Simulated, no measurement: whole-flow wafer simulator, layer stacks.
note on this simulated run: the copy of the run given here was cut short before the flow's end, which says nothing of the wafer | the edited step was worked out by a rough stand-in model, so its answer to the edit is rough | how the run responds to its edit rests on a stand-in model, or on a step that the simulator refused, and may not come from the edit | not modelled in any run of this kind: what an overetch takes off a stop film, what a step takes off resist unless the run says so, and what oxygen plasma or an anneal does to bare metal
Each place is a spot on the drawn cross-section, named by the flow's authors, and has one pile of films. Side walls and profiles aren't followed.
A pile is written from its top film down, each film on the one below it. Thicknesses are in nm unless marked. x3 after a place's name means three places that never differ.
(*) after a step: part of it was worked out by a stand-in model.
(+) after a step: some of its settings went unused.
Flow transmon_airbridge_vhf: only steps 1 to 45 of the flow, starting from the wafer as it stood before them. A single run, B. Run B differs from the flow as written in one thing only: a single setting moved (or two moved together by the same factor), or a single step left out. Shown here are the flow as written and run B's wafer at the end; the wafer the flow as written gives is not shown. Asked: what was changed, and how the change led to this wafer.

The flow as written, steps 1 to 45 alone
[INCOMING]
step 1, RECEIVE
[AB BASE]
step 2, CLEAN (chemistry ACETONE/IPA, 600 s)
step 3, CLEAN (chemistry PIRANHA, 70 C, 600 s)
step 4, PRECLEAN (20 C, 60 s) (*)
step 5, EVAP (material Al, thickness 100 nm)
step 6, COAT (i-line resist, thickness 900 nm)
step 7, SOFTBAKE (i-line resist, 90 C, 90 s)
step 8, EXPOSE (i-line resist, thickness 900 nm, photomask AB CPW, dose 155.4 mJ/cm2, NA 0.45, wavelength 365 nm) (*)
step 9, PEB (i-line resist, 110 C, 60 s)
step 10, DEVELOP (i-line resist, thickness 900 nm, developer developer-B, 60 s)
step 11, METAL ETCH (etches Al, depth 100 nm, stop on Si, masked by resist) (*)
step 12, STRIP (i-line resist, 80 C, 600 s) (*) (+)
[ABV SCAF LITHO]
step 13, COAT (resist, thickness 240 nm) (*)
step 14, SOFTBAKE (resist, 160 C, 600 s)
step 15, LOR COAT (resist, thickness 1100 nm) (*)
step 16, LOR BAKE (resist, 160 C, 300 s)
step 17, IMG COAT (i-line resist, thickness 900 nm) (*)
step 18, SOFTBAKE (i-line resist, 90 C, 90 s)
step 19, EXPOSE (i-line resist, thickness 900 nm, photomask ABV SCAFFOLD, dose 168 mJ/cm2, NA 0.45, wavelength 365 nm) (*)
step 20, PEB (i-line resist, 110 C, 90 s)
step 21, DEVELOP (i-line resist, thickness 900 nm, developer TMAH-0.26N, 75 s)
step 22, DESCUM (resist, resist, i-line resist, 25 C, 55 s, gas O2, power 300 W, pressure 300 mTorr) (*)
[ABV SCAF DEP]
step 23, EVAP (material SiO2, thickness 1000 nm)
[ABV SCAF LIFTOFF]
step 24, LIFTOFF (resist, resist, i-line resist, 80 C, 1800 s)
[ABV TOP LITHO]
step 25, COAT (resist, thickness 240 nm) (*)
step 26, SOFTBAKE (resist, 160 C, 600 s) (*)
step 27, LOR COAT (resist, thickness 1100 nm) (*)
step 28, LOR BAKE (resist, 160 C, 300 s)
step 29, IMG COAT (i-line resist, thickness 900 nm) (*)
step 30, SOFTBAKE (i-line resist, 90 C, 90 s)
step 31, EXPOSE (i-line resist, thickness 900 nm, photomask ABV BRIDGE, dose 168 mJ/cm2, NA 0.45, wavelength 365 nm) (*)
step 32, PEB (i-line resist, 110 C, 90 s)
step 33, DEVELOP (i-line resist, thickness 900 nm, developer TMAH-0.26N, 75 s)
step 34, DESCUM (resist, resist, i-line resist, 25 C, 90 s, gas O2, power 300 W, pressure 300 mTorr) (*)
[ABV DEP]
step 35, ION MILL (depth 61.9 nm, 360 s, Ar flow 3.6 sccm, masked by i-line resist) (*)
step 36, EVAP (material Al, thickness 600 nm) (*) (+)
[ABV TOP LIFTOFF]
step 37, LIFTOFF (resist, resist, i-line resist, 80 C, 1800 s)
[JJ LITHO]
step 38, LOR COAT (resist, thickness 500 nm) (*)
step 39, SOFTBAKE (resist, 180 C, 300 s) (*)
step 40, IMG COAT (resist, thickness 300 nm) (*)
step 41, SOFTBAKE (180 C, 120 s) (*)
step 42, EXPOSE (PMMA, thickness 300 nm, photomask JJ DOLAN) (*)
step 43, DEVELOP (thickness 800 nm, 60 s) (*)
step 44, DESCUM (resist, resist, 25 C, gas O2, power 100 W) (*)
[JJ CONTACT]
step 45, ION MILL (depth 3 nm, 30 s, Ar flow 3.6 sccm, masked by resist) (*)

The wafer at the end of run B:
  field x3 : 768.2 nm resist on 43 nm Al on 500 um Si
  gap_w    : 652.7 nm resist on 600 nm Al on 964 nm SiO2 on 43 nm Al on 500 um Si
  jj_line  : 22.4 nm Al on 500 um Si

Cause: step 11, METAL ETCH: depth 57 nm was run, though the flow has depth 100 nm.

How this came from the change, step by step:
  step 11, METAL ETCH (etches Al, depth 100 nm, stop on Si, masked by resist) (*)
      field x3, jj_line, gap_w, gap_e: Al loses 57 (as written it would have been: Al loses 100 (all of it))
      ground_far, pad_w, flank_w and 8 more: i-line resist loses 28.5 (as written it would have been: i-line resist loses 50)
  step 12, STRIP (i-line resist, 80 C, 600 s) (*) (+)
      ground_far, pad_w, flank_w and 8 more: i-line resist loses 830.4 (all of it) (as written it would have been: i-line resist loses 808.9 (all of it))
  step 13, COAT (resist, thickness 240 nm) (*)
      flank_w, flank_e: resist gains 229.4 (new film) (as written it would have been: resist gains 222.3 (new film))
  step 22, DESCUM (resist, resist, i-line resist, 25 C, 55 s, gas O2, power 300 W, pressure 300 mTorr) (*)
      flank_w, flank_e: resist loses 229.4 (all of it) (as written it would have been: resist loses 222.3 (all of it))
  step 25, COAT (resist, thickness 240 nm) (*)
      flank_w, flank_e: resist gains 157.5 (new film) (as written it would have been: resist gains 152.6 (new film))
      gap_w, gap_e: resist gains 206.1 (new film) (as written it would have been: resist gains 210.7 (new film))
  step 34, DESCUM (resist, resist, i-line resist, 25 C, 90 s, gas O2, power 300 W, pressure 300 mTorr) (*)
      flank_w, flank_e: resist loses 157.5 (all of it) (as written it would have been: resist loses 152.6 (all of it))
      gap_w, gap_e: resist loses 206.1 (all of it) (as written it would have been: resist loses 210.7 (all of it))
  step 40, IMG COAT (resist, thickness 300 nm) (*)
      flank_w, flank_e: resist gains 218.8 (as written it would have been: resist gains 212.1)
  step 45, ION MILL (depth 3 nm, 30 s, Ar flow 3.6 sccm, masked by resist) (*)
      jj_line: Al loses 20.6 (as written it would have been: Si loses 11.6)
If metal films that touch count as one body, field x3 has 1 body; the flow as written gives 0 bodies.
If metal films that touch count as one body, gap_w has 2 bodies (between them, from the top down: SiO2 964); the flow as written gives 1 body.
If metal films that touch count as one body, jj_line has 1 body; the flow as written gives 0 bodies.
